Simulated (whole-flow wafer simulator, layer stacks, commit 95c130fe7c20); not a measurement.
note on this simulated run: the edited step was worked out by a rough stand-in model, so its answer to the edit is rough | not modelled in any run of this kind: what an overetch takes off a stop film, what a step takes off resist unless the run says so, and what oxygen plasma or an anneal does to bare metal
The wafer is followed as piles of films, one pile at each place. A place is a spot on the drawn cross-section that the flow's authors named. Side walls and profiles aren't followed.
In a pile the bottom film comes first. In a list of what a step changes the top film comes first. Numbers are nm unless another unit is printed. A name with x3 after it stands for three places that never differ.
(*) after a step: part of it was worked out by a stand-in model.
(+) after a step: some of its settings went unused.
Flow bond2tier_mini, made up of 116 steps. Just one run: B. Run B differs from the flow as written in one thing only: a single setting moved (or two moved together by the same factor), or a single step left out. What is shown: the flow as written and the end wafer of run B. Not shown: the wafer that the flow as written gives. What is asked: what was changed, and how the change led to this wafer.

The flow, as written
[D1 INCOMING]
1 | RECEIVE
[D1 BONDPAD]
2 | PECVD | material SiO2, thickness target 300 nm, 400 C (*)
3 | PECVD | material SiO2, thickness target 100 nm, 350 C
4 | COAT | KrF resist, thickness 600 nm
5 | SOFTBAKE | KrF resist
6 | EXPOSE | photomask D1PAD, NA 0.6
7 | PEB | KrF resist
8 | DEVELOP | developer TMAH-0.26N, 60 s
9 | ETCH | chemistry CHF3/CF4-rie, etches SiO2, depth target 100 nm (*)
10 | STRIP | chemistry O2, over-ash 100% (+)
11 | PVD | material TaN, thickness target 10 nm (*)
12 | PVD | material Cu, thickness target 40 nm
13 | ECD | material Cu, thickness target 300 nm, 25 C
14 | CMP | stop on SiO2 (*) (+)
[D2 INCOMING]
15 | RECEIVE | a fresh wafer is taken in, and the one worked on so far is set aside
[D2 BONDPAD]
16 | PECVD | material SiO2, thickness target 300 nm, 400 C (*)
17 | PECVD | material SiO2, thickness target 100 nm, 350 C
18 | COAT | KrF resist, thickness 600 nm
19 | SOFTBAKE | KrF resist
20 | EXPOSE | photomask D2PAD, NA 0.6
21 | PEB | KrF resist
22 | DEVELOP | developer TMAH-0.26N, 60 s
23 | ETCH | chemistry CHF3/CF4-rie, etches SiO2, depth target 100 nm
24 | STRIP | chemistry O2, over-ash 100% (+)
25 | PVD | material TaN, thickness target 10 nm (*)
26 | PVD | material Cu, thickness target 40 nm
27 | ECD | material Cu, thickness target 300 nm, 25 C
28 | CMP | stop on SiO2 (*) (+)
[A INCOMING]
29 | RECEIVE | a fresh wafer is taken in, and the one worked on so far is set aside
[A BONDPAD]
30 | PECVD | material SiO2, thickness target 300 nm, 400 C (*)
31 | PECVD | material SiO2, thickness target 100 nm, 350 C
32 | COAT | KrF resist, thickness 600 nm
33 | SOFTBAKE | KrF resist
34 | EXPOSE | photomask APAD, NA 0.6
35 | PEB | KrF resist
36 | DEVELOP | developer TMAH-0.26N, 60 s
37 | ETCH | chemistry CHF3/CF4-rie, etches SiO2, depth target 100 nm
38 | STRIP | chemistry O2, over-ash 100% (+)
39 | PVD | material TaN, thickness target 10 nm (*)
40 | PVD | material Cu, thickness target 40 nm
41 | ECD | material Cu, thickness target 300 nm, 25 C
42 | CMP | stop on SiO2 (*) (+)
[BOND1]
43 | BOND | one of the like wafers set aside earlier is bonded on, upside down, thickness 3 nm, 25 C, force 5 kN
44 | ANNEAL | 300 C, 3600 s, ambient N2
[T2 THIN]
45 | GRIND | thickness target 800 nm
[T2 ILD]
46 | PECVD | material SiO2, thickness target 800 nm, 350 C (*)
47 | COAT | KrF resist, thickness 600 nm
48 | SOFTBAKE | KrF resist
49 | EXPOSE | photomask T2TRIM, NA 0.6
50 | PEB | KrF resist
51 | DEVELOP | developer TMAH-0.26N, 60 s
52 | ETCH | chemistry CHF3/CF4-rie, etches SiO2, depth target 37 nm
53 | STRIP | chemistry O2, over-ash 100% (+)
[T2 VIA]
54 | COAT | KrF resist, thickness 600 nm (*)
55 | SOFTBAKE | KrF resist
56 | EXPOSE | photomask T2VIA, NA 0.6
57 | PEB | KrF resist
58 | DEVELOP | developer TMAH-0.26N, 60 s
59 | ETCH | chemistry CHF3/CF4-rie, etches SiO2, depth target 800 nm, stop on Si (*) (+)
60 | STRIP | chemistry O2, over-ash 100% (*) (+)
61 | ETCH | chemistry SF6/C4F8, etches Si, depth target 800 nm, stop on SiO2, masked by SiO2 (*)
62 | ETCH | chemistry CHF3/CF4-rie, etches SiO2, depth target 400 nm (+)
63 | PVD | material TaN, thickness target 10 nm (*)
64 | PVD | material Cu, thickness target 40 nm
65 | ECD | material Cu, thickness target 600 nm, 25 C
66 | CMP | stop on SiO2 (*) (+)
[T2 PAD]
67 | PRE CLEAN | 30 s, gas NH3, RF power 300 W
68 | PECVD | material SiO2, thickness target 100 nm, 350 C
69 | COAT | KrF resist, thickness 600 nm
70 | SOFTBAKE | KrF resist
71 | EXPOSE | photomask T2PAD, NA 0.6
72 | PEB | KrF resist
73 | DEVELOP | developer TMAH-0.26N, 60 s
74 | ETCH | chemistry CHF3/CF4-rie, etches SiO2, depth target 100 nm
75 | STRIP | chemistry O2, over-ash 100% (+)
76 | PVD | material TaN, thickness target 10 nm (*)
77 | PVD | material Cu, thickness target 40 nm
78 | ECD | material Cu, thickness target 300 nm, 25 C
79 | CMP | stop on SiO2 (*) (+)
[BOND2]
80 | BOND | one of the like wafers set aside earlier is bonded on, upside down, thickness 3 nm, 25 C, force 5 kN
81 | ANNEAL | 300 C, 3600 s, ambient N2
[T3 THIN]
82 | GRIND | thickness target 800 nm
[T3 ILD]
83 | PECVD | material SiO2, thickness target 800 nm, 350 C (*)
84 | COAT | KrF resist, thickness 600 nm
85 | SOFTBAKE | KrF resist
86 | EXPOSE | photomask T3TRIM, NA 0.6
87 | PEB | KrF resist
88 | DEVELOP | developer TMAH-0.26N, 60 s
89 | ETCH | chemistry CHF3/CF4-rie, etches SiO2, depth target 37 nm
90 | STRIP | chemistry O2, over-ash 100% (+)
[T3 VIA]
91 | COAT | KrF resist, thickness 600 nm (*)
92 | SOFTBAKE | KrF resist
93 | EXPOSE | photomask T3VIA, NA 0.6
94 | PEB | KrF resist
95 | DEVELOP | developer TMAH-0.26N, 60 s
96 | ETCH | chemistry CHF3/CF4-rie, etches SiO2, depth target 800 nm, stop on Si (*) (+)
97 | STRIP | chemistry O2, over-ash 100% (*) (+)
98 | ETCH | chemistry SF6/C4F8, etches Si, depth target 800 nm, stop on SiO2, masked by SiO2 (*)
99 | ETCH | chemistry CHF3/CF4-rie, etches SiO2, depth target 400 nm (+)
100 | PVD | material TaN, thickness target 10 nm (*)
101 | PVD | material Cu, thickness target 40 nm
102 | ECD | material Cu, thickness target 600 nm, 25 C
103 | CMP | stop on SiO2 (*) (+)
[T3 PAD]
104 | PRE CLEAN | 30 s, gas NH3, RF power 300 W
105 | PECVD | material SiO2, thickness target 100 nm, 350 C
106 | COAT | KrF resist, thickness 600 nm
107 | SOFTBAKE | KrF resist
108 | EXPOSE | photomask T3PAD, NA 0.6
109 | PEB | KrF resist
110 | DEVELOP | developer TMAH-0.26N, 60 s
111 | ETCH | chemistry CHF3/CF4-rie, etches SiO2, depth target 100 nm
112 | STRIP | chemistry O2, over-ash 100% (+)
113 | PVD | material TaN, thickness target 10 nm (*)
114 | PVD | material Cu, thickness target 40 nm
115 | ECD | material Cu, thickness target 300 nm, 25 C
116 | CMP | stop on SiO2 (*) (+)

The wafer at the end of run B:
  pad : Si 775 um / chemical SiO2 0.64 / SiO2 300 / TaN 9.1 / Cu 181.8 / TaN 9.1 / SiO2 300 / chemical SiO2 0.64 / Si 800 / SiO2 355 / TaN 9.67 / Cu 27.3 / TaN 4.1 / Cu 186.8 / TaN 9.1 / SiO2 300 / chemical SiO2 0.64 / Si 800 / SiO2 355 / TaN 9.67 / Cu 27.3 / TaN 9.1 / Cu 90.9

What caused this: step 76, PVD: thickness target 4.5 nm was run, while the flow as written has thickness target 10 nm.

Step by step, how the change led to this:
  76 | PVD | material TaN, thickness target 10 nm (*)
      field: TaN gains 4.5 (new film) (as written it would have been: TaN gains 10 (new film))
      pad: TaN gains 4.1 (new film) (as written it would have been: TaN gains 9.1 (new film))
  79 | CMP | stop on SiO2 (*) (+)
      field: Cu loses 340 (all of it), TaN loses 4.5 (all of it) (as written it would have been: Cu loses 340 (all of it), TaN loses 10 (all of it))
